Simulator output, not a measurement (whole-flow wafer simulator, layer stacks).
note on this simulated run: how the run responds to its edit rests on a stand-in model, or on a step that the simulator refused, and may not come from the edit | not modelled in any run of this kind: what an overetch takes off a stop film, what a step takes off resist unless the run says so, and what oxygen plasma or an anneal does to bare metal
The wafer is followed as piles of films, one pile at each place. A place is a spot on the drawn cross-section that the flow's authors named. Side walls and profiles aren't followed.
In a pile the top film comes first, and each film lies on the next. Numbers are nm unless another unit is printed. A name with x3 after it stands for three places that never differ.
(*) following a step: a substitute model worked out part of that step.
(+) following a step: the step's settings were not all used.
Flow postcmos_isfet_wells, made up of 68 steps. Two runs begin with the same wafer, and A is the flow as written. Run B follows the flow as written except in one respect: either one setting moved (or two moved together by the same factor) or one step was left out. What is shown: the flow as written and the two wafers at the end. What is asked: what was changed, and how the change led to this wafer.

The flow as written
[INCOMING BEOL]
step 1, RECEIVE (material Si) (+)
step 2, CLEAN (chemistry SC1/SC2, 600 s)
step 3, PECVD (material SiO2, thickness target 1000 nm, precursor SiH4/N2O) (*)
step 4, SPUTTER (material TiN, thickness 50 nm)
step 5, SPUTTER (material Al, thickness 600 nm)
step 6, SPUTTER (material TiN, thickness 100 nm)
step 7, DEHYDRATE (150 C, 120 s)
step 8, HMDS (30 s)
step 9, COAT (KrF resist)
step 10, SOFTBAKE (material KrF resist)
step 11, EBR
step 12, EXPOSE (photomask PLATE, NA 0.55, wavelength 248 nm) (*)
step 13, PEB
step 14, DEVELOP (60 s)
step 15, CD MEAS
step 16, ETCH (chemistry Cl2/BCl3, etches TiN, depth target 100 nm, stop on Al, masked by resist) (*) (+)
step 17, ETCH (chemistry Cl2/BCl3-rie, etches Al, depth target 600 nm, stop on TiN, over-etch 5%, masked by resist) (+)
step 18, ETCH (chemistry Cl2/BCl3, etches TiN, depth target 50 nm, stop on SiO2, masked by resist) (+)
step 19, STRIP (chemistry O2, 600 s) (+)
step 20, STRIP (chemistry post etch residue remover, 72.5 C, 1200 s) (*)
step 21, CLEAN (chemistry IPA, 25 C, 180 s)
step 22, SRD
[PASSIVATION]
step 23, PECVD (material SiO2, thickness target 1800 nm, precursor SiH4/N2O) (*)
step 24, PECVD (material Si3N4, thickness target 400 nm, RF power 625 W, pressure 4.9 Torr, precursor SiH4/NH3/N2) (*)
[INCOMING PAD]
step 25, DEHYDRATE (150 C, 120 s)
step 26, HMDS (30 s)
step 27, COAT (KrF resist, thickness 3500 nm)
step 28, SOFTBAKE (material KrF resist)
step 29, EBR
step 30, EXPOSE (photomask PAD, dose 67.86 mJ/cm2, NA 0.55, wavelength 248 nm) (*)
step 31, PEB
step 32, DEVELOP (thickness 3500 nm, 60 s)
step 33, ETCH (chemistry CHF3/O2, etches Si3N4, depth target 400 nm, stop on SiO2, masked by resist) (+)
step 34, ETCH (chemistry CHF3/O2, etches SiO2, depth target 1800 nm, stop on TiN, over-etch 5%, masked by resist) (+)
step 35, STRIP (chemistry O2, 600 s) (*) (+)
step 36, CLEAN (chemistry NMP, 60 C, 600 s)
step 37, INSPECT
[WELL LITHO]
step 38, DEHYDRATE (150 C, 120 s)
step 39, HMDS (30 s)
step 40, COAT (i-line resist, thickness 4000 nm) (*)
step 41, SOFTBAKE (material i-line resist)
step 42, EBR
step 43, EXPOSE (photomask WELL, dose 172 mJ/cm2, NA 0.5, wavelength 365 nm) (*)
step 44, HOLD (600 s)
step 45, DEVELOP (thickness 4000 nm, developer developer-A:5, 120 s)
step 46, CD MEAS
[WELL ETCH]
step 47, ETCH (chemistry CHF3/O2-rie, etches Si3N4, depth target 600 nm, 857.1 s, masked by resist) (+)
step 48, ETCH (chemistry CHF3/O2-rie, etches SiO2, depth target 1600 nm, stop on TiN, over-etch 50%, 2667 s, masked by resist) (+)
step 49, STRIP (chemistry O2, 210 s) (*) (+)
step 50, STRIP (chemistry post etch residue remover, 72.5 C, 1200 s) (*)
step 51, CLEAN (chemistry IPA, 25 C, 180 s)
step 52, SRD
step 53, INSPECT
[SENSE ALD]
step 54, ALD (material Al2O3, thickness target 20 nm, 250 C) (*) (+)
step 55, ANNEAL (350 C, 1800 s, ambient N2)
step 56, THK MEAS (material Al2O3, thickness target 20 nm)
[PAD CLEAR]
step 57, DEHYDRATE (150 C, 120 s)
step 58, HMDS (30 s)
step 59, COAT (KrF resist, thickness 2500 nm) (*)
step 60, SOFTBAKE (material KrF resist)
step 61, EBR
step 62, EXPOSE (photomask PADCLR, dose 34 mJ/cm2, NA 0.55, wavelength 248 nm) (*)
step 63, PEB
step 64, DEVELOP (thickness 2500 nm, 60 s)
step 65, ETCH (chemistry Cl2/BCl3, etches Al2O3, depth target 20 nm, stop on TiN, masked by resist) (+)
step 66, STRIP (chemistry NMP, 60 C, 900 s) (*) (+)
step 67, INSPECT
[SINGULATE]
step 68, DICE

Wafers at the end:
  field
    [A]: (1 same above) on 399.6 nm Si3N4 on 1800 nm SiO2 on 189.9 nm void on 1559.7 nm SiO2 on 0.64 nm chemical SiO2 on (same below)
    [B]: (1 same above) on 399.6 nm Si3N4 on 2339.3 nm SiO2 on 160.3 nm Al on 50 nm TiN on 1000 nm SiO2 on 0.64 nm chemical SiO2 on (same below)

Cause: step 17, ETCH: depth target 384 nm was run, whereas the flow has depth target 600 nm.

The path from the change to this, step by step:
  step 17, ETCH (chemistry Cl2/BCl3-rie, etches Al, depth target 600 nm, stop on TiN, over-etch 5%, masked by resist) (+)
      field: A Al loses 600 (all of it) | B Al loses 384
      margin, well900, well1300 x3, pad_rim, pad_clr, pad_open: A KrF resist loses 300 | B KrF resist loses 192
  step 18, ETCH (chemistry Cl2/BCl3, etches TiN, depth target 50 nm, stop on SiO2, masked by resist) (+)
      field: A TiN loses 50 (all of it) | B Al loses 50
  step 19, STRIP (chemistry O2, 600 s) (+)
      margin, well900, well1300 x3, pad_rim, pad_clr, pad_open: A KrF resist loses 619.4 (all of it) | B KrF resist loses 727.4 (all of it)
  step 20, STRIP (chemistry post etch residue remover, 72.5 C, 1200 s) (*)
      field: A nothing | B Al loses 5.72
  step 23, PECVD (material SiO2, thickness target 1800 nm, precursor SiH4/N2O) (*)
      field: A SiO2 gains 1800 (new film), void gains 189.9 (new film), SiO2 gains 559.7 | B SiO2 gains 2339.3 (new film)
If metal films that touch count as one body, field has 1 body; the flow as written gives 0 bodies.
